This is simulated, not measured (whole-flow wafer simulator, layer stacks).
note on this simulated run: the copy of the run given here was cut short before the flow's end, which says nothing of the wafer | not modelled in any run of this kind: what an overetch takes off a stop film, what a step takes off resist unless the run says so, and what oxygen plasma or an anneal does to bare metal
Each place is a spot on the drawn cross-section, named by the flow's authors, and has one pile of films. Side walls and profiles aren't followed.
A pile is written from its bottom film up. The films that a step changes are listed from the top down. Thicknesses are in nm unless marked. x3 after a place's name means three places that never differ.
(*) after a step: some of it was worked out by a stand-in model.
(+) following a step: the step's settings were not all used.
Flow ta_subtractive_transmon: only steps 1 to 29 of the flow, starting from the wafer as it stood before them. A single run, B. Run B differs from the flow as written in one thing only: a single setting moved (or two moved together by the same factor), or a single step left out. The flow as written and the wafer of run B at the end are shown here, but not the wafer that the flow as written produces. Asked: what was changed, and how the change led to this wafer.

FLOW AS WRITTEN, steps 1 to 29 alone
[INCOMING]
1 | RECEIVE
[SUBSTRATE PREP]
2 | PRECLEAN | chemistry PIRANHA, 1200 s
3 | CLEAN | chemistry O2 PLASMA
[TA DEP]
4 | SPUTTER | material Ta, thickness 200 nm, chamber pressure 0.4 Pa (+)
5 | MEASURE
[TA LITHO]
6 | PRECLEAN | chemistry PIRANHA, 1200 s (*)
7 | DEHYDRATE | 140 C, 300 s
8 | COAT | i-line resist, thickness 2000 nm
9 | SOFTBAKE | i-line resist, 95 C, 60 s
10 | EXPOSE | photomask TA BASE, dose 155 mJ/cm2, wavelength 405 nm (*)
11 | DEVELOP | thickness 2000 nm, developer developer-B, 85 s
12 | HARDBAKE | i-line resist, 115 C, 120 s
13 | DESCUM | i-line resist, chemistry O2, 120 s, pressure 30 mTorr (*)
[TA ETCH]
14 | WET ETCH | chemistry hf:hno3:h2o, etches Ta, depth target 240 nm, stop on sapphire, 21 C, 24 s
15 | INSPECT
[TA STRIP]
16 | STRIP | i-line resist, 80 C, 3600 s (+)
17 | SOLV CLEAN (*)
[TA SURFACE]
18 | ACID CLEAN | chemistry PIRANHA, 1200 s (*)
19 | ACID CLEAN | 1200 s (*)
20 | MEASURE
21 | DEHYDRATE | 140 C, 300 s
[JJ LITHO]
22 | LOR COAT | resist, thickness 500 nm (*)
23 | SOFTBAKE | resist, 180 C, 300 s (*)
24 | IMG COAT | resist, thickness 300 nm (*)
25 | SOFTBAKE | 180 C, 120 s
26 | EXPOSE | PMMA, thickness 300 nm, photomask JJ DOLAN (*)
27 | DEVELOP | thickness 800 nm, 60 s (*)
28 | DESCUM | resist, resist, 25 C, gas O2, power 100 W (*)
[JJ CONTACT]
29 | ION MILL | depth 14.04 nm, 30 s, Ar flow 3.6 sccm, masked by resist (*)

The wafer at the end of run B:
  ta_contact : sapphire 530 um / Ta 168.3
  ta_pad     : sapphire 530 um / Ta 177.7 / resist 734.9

The reason: step 4, SPUTTER: thickness 178 nm was run, whereas the flow has thickness 200 nm.

How this came from the change, step by step:
  4 | SPUTTER | material Ta, thickness 200 nm, chamber pressure 0.4 Pa (+)
      field x2, jj_line, lead, ta_contact, ta_pad: +178 Ta (new film) (it would be, as written: +200 Ta (new film))
  14 | WET ETCH | chemistry hf:hno3:h2o, etches Ta, depth target 240 nm, stop on sapphire, 21 C, 24 s
      field x2, jj_line, lead: -178 Ta (all of it) (it would be, as written: -200 Ta (all of it))
